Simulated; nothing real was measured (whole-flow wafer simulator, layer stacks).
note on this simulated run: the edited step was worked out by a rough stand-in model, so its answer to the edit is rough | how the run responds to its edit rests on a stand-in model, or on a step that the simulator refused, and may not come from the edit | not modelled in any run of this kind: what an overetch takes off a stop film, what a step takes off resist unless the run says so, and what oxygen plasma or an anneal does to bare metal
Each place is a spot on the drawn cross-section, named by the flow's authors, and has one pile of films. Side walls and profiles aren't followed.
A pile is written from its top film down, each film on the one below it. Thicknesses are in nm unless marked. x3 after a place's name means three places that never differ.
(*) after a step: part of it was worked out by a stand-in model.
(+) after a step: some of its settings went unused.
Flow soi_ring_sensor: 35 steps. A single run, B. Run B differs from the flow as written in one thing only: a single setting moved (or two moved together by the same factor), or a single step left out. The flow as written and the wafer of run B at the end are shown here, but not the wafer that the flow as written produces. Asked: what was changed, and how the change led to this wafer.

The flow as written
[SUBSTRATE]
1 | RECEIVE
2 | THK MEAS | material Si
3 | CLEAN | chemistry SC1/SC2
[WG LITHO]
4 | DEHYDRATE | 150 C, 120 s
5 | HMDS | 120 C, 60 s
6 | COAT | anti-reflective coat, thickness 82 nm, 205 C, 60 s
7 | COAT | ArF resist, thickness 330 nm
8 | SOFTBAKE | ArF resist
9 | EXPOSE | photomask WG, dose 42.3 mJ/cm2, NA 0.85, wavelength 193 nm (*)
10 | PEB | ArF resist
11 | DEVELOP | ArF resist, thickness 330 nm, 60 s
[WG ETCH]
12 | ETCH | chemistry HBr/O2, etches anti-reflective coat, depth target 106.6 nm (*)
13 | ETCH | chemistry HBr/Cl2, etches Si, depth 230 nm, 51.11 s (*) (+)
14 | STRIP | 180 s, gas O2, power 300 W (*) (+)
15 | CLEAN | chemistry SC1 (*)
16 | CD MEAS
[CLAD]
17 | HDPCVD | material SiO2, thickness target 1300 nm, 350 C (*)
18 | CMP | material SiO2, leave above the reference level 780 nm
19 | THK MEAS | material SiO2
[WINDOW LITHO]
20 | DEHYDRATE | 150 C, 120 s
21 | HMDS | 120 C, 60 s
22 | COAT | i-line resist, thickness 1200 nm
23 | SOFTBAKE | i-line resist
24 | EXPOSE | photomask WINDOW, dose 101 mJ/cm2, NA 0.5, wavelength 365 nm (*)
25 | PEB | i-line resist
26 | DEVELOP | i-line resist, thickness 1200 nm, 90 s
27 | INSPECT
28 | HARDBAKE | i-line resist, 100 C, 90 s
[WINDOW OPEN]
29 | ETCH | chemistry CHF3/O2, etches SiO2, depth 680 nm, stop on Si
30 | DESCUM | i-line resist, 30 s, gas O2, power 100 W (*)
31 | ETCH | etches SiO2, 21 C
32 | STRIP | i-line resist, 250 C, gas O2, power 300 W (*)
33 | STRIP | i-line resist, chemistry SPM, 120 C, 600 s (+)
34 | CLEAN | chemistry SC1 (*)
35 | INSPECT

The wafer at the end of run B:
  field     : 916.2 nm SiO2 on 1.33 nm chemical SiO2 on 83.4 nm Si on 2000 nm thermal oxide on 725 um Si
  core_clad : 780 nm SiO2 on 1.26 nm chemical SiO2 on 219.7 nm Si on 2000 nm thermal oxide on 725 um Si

What caused this: step 13, ETCH: depth 136 nm was run, though the flow has depth 230 nm; step 13, ETCH: 30.15 s was run, where the flow has 51.11 s.

How this came from the change, step by step:
  13 | ETCH | chemistry HBr/Cl2, etches Si, depth 230 nm, 51.11 s (*) (+)
      gap, window, field, gap_clad: Si loses 136 (it would be, as written: Si loses 220 (all of it), thermal oxide loses 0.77)
      core, core_clad: ArF resist loses 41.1 (it would be, as written: ArF resist loses 69.7)
  14 | STRIP | 180 s, gas O2, power 300 W (*) (+)
      gap, window, field, gap_clad: chemical SiO2 gains 1.33 (new film), Si loses 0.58 (it would be, as written: nothing)
      core, core_clad: ArF resist loses 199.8 (all of it), anti-reflective coat loses 82 (all of it), chemical SiO2 gains 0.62, Si loses 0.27 (it would be, as written: ArF resist loses 171.2 (all of it), anti-reflective coat loses 82 (all of it), chemical SiO2 gains 0.63, Si loses 0.28)
  18 | CMP | material SiO2, leave above the reference level 780 nm
      gap, window, field, gap_clad: SiO2 loses 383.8 (it would be, as written: SiO2 loses 298.2)
